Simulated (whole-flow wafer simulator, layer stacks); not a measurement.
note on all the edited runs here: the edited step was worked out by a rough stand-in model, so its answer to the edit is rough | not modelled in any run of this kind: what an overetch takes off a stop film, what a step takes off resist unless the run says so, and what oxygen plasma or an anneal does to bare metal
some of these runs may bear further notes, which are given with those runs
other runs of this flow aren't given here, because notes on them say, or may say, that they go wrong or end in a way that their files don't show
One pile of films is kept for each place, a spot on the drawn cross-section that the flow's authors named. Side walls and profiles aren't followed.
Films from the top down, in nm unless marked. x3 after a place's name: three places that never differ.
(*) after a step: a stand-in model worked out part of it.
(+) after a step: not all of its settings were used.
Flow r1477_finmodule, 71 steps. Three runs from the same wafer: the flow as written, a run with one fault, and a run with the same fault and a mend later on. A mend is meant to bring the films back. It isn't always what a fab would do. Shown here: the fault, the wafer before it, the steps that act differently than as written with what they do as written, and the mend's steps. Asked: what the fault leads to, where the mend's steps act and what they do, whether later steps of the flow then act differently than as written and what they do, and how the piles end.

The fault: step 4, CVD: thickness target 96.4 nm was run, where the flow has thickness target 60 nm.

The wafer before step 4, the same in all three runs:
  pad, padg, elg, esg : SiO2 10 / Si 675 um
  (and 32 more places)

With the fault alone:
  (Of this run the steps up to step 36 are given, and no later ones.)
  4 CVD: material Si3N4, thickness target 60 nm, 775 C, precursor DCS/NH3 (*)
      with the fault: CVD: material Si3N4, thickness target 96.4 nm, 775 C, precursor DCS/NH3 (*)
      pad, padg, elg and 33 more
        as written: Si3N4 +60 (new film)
        with the fault: Si3N4 +96.4 (new film)
  Later steps of the flow that act differently than as written:
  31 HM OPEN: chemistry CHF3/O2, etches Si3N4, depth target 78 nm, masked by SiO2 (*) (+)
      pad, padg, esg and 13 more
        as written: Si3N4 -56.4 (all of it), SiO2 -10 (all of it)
        with the fault: Si3N4 -78
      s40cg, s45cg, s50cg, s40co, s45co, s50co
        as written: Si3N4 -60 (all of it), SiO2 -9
        with the fault: Si3N4 -78
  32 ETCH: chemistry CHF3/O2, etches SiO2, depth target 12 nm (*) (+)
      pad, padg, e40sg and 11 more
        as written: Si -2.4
        with the fault: Si3N4 -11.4
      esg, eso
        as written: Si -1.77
        with the fault: Si3N4 -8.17
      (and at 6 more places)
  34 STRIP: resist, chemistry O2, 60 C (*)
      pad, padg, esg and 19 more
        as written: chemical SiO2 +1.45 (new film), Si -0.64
        with the fault: nothing
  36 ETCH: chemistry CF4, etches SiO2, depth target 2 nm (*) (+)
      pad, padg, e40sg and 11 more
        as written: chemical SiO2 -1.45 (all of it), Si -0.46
        with the fault: Si3N4 -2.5
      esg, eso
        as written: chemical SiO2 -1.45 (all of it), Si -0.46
        with the fault: Si3N4 -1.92
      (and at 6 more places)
  After step 36 the piles differ from the flow's by more than 2% or 0.5 nm, whichever is larger, at pad, padg, elg and 33 more.
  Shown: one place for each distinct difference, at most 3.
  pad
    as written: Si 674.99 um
    with the fault: Si3N4 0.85 / SiO2 10 / Si 675 um
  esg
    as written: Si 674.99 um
    with the fault: Si3N4 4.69 / SiO2 10 / Si 675 um
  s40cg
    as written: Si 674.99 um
    with the fault: Si3N4 6.7 / SiO2 10 / Si 675 um

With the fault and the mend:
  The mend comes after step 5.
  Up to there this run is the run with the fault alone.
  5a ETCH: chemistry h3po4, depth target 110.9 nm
      pad, padg, elg and 33 more
        Si3N4 -96.4 (all of it)
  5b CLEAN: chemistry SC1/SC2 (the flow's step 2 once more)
      changes no film at any place that is followed
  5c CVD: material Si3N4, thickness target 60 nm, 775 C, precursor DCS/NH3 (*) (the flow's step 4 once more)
      pad, padg, elg and 33 more
        Si3N4 +60 (new film)
  No later step of the flow acts differently than as written at any place that is followed.
  At the end the piles are the same as the flow's at every place that both follow.
